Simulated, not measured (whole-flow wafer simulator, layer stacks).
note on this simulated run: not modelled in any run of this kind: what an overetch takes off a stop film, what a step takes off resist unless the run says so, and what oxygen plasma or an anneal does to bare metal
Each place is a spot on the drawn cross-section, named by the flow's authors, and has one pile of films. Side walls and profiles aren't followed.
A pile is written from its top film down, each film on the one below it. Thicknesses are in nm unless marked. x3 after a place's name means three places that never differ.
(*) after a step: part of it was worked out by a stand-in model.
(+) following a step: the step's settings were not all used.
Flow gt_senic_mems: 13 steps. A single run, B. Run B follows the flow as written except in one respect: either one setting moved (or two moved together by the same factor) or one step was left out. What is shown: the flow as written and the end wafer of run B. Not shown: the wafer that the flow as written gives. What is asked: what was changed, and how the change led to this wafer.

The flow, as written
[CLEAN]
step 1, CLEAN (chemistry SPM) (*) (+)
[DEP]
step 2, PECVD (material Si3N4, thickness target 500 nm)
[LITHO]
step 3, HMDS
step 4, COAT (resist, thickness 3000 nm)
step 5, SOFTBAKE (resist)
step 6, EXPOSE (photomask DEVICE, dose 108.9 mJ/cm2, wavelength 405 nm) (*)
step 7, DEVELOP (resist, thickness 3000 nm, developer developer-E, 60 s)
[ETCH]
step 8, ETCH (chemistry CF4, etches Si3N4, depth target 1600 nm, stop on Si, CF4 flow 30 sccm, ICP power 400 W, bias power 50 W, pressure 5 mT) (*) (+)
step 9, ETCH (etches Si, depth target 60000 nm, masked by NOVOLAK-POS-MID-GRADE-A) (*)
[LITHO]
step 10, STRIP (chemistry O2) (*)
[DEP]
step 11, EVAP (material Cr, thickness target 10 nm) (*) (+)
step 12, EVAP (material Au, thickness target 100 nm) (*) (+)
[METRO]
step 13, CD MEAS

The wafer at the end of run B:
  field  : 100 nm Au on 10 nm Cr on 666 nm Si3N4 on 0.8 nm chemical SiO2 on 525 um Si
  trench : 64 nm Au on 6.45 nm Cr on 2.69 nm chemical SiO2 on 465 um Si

What caused this: step 2, PECVD: thickness target 666 nm was run, while the flow as written has thickness target 500 nm.
One can read it off the wafer: field has Si3N4 666, and step 2 as written asks for 500 nm.

Step by step, how the change led to this:
  step 2, PECVD (material Si3N4, thickness target 500 nm)
      field, trench: +666 Si3N4 (new film) (it would be, as written: +500 Si3N4 (new film))
  step 8, ETCH (chemistry CF4, etches Si3N4, depth target 1600 nm, stop on Si, CF4 flow 30 sccm, ICP power 400 W, bias power 50 W, pressure 5 mT) (*) (+)
      field: -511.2 resist (it would be, as written: -400.5 resist)
      trench: -666 Si3N4 (all of it), -0.8 chemical SiO2 (all of it) (it would be, as written: -500 Si3N4 (all of it), -0.8 chemical SiO2 (all of it))
  step 10, STRIP (chemistry O2) (*)
      field: -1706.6 resist (all of it) (it would be, as written: -1817.3 resist (all of it))
